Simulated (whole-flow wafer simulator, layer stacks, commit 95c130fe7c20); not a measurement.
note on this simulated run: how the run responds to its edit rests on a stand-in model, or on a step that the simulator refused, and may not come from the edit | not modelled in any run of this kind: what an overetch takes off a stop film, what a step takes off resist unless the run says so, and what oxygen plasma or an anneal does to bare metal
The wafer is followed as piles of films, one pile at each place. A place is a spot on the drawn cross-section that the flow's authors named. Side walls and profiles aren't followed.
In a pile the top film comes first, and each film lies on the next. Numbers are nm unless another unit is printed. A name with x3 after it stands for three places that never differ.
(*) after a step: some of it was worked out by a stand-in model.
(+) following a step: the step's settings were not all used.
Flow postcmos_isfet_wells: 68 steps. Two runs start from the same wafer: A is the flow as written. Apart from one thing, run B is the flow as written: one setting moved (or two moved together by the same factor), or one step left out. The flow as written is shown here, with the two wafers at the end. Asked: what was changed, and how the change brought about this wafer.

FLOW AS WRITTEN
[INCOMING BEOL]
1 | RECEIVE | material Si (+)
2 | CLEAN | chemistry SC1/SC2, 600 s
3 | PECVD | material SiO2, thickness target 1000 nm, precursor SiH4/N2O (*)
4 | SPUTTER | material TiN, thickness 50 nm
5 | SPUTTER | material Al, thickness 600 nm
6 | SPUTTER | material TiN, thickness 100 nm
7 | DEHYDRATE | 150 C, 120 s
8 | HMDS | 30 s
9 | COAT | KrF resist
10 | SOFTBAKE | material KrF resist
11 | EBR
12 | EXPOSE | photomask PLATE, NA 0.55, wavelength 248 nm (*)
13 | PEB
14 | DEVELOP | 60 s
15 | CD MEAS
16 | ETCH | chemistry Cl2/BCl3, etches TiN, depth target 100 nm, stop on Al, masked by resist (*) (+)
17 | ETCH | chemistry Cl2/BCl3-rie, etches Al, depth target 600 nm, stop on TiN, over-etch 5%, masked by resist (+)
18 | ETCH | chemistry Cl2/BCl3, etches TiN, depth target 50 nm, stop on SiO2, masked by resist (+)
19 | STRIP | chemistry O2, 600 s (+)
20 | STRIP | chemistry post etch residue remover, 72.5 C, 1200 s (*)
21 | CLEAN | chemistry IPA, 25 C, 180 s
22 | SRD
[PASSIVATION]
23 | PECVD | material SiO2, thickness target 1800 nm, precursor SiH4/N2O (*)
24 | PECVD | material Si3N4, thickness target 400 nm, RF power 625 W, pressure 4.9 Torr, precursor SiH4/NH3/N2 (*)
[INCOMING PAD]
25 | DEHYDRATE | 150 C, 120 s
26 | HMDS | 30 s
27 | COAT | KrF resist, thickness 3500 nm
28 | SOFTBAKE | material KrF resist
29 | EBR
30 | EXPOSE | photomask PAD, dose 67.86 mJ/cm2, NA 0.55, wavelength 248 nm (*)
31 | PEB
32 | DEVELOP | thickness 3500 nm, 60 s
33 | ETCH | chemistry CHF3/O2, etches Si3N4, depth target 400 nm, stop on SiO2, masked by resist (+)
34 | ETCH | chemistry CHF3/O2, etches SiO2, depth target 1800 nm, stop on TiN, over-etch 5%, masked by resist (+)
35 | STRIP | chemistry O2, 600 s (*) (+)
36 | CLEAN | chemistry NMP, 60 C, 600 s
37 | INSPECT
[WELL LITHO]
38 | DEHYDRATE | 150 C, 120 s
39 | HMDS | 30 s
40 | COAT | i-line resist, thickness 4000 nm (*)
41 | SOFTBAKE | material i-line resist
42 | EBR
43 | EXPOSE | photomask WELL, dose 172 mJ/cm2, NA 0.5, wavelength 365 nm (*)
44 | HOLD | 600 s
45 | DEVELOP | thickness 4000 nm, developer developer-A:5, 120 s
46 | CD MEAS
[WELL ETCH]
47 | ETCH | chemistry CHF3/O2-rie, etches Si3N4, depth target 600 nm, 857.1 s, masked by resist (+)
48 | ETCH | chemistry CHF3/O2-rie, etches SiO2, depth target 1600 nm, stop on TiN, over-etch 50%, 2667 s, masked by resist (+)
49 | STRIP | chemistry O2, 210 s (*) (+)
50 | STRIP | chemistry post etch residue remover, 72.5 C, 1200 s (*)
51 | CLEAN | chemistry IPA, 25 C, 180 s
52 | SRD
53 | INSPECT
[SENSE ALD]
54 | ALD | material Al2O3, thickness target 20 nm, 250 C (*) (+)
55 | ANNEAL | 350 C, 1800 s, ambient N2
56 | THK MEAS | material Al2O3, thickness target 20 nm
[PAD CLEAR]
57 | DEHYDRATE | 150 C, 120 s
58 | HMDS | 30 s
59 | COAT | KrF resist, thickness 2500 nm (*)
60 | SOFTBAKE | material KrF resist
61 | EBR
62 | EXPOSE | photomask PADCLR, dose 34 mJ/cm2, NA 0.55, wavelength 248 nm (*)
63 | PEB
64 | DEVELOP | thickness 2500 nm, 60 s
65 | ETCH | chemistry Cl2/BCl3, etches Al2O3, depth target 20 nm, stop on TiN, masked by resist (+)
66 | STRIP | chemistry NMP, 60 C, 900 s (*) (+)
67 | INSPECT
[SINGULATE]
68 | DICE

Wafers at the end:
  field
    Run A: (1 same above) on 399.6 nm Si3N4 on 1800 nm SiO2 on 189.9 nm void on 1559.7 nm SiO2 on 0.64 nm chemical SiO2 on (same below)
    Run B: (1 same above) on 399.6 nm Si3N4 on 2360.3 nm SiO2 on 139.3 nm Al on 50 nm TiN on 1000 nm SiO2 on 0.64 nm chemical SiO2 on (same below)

Cause: step 17, ETCH: depth target 405 nm was run, whereas the flow has depth target 600 nm.

Step by step, how the change led to this:
  17 | ETCH | chemistry Cl2/BCl3-rie, etches Al, depth target 600 nm, stop on TiN, over-etch 5%, masked by resist (+)
      field: A -600 Al (all of it) | B -405 Al
      margin, well900, well1300 x3, pad_rim, pad_clr, pad_open: A -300 KrF resist | B -202.5 KrF resist
  18 | ETCH | chemistry Cl2/BCl3, etches TiN, depth target 50 nm, stop on SiO2, masked by resist (+)
      field: A -50 TiN (all of it) | B -50 Al
  19 | STRIP | chemistry O2, 600 s (+)
      margin, well900, well1300 x3, pad_rim, pad_clr, pad_open: A -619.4 KrF resist (all of it) | B -716.9 KrF resist (all of it)
  20 | STRIP | chemistry post etch residue remover, 72.5 C, 1200 s (*)
      field: A nothing | B -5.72 Al
  23 | PECVD | material SiO2, thickness target 1800 nm, precursor SiH4/N2O (*)
      field: A +1800 SiO2 (new film), +189.9 void (new film), +559.7 SiO2 | B +2360.3 SiO2 (new film)
If metal films that touch count as one body, field has 1 body; the flow as written gives 0 bodies.
